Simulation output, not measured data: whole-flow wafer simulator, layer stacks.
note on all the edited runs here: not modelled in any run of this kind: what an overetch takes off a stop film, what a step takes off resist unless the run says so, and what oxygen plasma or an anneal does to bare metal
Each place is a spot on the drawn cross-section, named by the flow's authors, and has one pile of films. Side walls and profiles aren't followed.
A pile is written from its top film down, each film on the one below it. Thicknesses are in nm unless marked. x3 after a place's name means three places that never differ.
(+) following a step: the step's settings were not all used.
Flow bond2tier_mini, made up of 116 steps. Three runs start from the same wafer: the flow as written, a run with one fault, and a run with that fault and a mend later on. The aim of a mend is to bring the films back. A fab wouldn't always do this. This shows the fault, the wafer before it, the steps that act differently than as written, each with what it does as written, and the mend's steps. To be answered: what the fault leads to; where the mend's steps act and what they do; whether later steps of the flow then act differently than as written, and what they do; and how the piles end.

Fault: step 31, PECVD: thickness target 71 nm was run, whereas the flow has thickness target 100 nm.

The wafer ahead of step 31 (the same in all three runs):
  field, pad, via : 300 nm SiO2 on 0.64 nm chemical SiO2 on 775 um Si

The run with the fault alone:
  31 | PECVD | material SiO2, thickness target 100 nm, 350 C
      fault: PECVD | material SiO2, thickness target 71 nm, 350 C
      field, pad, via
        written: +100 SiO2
        fault: +71 SiO2
  Later steps of the flow that are run all act as written at every place that is followed.
  At field, pad, the piles at the end differ from the flow's by more than 2% or 0.5 nm, whichever is larger.
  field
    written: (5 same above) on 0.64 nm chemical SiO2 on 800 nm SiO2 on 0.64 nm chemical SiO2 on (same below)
    fault: (5 same above) on 0.64 nm chemical SiO2 on 771 nm SiO2 on 0.64 nm chemical SiO2 on (same below)
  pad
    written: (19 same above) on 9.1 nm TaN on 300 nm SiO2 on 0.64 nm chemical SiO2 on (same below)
    fault: (19 same above) on 9.1 nm TaN on 271 nm SiO2 on 0.64 nm chemical SiO2 on (same below)

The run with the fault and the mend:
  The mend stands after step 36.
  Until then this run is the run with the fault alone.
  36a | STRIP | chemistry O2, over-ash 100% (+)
      field
        -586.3 KrF resist (all of it)
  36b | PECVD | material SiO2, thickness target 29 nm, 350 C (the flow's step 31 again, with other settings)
      field, pad, via
        +29 SiO2
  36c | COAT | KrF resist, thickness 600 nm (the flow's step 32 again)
      field, pad, via
        +600 KrF resist (new film)
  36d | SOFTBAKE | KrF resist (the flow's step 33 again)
      does not change any film at any place that is followed
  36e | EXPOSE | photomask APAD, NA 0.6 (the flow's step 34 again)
      does not change any film at any place that is followed
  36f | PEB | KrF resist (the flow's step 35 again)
      does not change any film at any place that is followed
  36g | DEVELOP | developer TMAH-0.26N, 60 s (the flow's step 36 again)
      pad, via
        -600 KrF resist (all of it)
      field
        -13.7 KrF resist
  Later steps of the flow that are run all act as written at every place that is followed.
  At every place that both follow, the piles at the end match the flow's.
